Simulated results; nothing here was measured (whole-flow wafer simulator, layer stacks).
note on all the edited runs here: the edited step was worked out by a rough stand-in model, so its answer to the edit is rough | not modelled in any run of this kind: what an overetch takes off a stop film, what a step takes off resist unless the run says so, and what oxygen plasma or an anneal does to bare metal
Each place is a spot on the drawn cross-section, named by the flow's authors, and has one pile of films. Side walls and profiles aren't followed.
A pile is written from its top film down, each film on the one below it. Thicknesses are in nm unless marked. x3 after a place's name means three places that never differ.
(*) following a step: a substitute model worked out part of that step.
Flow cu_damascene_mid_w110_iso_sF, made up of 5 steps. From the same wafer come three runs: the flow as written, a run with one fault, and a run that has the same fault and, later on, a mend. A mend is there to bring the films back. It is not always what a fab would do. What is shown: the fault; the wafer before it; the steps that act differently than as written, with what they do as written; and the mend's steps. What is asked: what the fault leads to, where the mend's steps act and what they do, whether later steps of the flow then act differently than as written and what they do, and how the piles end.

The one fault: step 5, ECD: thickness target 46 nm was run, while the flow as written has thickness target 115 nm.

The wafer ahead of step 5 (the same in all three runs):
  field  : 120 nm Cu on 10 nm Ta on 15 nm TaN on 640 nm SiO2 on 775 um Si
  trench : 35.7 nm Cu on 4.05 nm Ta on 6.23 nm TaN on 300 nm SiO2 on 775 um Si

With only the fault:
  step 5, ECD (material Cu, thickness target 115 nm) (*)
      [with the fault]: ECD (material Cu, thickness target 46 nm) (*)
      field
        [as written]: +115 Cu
        [with the fault]: +46 Cu
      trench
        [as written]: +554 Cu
        [with the fault]: +485 Cu
  None of the later steps of the flow acts differently than as written at any place that is followed.
  By the end, the piles at field, trench depart from the flow's by more than 2% or 0.5 nm, whichever is larger.
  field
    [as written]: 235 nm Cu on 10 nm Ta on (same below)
    [with the fault]: 166 nm Cu on 10 nm Ta on (same below)
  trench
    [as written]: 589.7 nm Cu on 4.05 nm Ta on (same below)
    [with the fault]: 520.7 nm Cu on 4.05 nm Ta on (same below)

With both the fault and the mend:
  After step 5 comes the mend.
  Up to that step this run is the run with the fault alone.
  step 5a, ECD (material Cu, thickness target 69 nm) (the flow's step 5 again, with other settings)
      field, trench
        +69 Cu
  None of the later steps of the flow acts differently than as written at any place that is followed.
  The piles end the same as the flow's at every place that both follow.
